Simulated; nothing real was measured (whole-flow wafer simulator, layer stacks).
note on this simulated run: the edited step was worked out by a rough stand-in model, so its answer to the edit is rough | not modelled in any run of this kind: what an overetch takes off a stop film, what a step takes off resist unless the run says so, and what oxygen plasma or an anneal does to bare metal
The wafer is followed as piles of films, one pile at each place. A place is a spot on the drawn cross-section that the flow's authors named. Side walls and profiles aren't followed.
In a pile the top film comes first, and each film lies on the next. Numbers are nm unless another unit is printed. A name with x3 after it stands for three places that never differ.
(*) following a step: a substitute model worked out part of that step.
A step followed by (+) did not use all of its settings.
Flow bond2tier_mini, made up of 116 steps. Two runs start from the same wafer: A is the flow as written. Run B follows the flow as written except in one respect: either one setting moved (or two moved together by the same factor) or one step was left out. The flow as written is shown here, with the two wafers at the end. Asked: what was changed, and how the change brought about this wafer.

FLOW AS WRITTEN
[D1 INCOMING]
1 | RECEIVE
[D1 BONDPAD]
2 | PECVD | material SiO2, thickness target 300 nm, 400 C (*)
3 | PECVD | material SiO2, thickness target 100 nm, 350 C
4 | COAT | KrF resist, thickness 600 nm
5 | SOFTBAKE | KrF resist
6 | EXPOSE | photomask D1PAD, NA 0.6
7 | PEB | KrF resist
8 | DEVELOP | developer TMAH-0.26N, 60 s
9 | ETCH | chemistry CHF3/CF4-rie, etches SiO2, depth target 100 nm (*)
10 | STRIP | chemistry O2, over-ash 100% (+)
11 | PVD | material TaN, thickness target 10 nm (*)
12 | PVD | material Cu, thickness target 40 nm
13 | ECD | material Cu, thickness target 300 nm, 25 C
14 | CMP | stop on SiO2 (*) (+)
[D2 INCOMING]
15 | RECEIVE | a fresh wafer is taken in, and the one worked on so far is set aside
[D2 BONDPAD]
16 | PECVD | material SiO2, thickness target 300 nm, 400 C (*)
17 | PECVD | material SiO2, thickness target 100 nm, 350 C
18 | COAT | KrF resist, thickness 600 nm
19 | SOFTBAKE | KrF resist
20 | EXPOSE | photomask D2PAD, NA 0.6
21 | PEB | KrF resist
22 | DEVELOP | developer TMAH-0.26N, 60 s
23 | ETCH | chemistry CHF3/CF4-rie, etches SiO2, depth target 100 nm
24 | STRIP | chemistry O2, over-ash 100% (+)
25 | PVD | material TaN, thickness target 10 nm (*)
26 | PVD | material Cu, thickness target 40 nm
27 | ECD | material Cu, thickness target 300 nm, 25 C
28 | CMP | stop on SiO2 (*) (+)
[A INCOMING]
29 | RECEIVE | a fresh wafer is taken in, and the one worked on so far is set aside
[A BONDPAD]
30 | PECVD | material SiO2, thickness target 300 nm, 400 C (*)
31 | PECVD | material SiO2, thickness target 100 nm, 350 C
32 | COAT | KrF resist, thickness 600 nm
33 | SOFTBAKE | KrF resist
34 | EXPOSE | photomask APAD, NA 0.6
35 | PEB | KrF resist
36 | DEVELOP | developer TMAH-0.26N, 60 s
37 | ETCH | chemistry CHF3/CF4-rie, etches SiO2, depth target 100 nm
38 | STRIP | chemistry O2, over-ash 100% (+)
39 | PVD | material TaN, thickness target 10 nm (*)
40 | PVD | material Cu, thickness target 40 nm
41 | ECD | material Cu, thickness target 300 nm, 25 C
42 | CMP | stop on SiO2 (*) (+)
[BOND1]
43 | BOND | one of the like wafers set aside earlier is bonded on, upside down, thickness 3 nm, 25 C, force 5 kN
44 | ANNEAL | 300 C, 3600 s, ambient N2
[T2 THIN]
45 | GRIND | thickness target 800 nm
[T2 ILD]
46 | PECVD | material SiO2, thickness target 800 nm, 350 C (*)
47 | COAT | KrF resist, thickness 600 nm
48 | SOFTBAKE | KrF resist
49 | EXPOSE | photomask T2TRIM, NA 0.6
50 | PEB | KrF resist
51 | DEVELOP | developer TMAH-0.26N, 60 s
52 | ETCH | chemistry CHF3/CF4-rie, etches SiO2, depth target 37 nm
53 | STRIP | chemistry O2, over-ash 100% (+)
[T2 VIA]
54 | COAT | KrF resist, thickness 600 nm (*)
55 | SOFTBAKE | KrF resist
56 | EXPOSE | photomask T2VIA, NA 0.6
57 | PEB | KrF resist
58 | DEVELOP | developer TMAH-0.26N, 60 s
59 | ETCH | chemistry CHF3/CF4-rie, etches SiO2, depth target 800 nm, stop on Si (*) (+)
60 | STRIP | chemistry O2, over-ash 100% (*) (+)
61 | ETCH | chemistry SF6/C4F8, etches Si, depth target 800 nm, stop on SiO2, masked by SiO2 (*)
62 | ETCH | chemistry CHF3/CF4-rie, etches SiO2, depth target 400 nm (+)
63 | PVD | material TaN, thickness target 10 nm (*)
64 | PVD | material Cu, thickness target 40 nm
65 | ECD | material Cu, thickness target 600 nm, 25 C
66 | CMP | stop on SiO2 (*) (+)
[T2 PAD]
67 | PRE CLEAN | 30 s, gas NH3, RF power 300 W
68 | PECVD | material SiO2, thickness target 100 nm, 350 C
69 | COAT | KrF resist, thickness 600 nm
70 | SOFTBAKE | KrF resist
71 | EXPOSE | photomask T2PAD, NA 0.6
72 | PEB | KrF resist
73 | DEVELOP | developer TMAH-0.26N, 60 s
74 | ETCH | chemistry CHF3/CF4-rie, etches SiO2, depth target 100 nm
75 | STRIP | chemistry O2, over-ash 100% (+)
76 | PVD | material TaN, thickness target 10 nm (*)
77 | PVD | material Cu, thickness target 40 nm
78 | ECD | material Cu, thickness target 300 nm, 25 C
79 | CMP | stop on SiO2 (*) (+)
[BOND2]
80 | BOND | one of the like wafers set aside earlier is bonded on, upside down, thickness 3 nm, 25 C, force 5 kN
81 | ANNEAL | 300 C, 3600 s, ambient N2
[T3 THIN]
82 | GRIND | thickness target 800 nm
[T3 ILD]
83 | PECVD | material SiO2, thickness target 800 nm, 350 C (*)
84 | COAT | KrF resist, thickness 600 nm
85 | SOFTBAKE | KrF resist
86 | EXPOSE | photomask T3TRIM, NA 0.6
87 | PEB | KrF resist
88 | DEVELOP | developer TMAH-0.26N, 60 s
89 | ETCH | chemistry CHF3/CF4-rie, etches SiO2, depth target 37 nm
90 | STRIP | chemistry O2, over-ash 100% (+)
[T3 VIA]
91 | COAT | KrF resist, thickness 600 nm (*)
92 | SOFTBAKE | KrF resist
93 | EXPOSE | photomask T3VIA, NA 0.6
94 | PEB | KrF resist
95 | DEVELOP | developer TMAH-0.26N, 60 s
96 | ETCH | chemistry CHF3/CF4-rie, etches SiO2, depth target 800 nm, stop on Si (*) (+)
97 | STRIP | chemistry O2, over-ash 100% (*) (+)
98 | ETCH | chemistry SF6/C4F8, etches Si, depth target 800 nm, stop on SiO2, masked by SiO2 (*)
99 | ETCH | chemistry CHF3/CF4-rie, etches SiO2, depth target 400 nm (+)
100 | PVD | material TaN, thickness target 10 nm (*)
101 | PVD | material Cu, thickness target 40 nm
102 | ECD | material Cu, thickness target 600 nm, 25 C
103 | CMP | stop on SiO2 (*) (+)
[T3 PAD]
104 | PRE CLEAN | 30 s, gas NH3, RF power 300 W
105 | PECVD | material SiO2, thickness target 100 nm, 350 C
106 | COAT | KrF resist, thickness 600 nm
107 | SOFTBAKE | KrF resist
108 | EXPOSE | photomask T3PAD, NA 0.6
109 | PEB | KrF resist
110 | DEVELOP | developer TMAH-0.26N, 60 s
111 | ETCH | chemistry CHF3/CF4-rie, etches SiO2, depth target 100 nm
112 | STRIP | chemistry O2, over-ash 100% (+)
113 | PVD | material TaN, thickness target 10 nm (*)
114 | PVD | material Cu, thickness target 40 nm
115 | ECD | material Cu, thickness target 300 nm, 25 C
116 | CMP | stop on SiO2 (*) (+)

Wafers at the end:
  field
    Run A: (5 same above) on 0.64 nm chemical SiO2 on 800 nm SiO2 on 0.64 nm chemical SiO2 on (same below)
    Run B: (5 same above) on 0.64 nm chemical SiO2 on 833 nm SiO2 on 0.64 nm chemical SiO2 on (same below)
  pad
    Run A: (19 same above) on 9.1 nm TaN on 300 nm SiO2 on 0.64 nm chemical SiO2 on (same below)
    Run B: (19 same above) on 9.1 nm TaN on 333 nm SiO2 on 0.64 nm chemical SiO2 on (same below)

What caused this: step 30, PECVD: thickness target 333 nm was run, while the flow as written has thickness target 300 nm.
One can read it off the wafer: pad has SiO2 333, and step 30 as written asks for 300 nm.

The path from the change to this, step by step:
  30 | PECVD | material SiO2, thickness target 300 nm, 400 C (*)
      field, pad, via: A +300 SiO2 (new film) | B +333 SiO2 (new film)
